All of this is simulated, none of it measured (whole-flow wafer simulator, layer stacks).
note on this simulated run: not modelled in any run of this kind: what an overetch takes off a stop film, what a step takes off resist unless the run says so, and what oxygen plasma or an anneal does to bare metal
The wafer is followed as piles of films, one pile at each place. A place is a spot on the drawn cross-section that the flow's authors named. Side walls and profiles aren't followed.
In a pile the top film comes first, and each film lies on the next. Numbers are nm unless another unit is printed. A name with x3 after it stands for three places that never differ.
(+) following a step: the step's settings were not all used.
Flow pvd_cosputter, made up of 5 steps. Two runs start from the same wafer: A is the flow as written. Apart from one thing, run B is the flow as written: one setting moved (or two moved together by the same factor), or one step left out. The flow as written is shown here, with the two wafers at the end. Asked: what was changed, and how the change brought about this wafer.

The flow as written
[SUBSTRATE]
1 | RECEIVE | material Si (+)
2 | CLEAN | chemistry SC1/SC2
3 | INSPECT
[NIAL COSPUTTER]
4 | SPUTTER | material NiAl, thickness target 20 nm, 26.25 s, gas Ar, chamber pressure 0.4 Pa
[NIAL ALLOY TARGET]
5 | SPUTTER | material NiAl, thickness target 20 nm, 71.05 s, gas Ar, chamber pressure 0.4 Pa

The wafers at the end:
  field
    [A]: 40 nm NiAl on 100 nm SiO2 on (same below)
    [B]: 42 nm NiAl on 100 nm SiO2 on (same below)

The reason: step 4, SPUTTER: thickness target 22 nm was run, though the flow has thickness target 20 nm; step 4, SPUTTER: 28.88 s was run, where the flow has 26.25 s.

Step by step, how the change led to this:
  4 | SPUTTER | material NiAl, thickness target 20 nm, 26.25 s, gas Ar, chamber pressure 0.4 Pa
      field: A +20 NiAl (new film) | B +22 NiAl (new film)
